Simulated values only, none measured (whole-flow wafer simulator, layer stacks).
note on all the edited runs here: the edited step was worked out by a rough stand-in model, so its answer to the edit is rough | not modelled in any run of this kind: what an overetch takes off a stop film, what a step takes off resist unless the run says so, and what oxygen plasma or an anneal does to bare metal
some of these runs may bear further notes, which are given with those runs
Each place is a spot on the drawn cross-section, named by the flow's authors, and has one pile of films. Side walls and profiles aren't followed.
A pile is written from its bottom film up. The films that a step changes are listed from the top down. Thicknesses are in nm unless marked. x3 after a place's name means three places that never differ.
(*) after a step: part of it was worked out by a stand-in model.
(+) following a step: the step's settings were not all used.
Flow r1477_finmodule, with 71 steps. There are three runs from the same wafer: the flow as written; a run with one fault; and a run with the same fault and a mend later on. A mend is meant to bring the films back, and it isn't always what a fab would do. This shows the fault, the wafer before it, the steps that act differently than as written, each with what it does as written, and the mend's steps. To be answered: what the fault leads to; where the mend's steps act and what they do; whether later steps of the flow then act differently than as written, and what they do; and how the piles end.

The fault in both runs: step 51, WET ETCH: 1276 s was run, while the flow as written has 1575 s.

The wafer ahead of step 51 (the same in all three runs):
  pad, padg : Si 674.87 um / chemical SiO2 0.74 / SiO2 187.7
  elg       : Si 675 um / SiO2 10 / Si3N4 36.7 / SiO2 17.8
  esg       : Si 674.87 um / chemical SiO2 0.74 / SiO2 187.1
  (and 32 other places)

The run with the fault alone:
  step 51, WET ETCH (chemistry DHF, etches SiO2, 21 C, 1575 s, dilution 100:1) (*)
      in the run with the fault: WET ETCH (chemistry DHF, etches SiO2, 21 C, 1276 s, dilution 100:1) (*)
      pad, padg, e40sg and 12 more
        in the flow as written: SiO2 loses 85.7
        in the run with the fault: SiO2 loses 69.4
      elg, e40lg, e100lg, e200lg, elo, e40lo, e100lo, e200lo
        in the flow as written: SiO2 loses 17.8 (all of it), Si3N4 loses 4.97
        in the run with the fault: SiO2 loses 17.8 (all of it), Si3N4 loses 3.75
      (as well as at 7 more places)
  Steps later in the flow that act otherwise than as written (1 other step is not shown; it differs only slightly, by no more than 2% or 0.5 nm, whichever is larger):
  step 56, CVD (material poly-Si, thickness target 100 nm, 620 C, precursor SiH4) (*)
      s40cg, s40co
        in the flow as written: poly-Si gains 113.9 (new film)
        in the run with the fault: poly-Si gains 100 (new film)
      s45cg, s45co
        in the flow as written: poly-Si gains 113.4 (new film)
        in the run with the fault: poly-Si gains 100 (new film)
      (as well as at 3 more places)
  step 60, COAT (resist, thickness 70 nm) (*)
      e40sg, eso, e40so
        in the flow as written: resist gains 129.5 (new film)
        in the run with the fault: resist gains 115.2 (new film)
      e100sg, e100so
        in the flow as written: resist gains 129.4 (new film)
        in the run with the fault: resist gains 115.2 (new film)
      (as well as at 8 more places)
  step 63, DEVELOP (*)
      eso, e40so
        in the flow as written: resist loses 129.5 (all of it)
        in the run with the fault: resist loses 115.2 (all of it)
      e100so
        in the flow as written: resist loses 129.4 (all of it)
        in the run with the fault: resist loses 115.2 (all of it)
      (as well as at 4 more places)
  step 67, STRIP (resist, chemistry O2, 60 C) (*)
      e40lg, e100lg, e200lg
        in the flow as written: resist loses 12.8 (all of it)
        in the run with the fault: resist loses 13.5 (all of it)
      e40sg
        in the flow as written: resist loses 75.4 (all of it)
        in the run with the fault: resist loses 61.1 (all of it)
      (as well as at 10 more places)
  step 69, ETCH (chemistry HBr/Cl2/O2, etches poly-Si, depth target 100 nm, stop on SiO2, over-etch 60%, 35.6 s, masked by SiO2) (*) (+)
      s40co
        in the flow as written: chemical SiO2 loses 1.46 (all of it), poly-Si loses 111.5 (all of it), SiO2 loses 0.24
        in the run with the fault: chemical SiO2 loses 1.38 (all of it), poly-Si loses 97.6 (all of it), SiO2 loses 0.42
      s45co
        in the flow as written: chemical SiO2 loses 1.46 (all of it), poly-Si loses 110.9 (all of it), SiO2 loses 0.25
        in the run with the fault: chemical SiO2 loses 1.38 (all of it), poly-Si loses 97.6 (all of it), SiO2 loses 0.42
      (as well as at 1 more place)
  At pad, padg, elg and 27 more, the piles at the end differ from the flow's by more than 2% or 0.5 nm, whichever is larger.
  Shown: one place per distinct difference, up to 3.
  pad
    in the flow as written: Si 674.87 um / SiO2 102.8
    in the run with the fault: Si 674.87 um / SiO2 119.1
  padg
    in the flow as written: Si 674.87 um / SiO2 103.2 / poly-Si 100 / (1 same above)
    in the run with the fault: Si 674.87 um / SiO2 119.5 / poly-Si 100 / (1 same above)
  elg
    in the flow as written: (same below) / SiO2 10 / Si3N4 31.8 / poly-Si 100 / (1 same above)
    in the run with the fault: (same below) / SiO2 10 / Si3N4 33 / poly-Si 100 / (1 same above)

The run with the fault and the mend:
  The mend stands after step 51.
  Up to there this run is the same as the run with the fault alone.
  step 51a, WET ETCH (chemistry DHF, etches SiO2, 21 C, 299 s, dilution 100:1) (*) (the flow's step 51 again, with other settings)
      pad, padg, e40sg and 12 more
        SiO2 loses 16.3
      elg, e40lg, e100lg, e200lg, elo, e40lo, e100lo, e200lo
        Si3N4 loses 1.3
      esg, s40cg, s45cg, s50cg, s40co, s45co, s50co
        SiO2 loses 15
  None of the later steps of the flow differs from how it acts as written, at any place that is followed, by more than 2% or 0.5 nm, whichever is larger.
  At the end the piles are close to the flow's at the places that both follow, differing by at most 2% or 0.5 nm, whichever is larger.
